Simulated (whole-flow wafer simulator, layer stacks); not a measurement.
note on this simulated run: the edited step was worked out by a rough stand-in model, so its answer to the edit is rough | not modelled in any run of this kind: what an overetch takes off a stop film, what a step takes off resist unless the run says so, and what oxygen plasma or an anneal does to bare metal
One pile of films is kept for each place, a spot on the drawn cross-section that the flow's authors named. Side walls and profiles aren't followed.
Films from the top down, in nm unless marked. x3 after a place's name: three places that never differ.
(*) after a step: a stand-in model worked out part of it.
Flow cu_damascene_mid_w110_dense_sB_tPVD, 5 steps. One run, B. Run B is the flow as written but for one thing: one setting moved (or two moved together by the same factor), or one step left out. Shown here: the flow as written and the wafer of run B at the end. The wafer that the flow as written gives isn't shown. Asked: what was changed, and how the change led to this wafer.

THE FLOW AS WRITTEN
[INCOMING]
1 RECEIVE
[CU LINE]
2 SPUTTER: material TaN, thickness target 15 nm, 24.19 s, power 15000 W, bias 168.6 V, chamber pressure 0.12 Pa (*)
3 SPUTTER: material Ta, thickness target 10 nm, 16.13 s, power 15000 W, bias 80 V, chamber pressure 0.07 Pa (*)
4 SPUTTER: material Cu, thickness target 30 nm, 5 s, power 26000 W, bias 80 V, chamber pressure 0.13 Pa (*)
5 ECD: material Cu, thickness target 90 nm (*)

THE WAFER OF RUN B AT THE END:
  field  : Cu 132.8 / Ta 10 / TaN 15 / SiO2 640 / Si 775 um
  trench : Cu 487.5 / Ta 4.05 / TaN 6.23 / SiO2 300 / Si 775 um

The cause: step 4, SPUTTER: thickness target 42.8 nm was run, where the flow has thickness target 30 nm; step 4, SPUTTER: 7.12 s was run, where the flow has 5 s.

How the change led to this, step by step:
  4 SPUTTER: material Cu, thickness target 30 nm, 5 s, power 26000 W, bias 80 V, chamber pressure 0.13 Pa (*)
      field: Cu +42.8 (new film) (as written it would be: Cu +30 (new film))
      trench: Cu +17.8 (new film) (as written it would be: Cu +12.5 (new film))
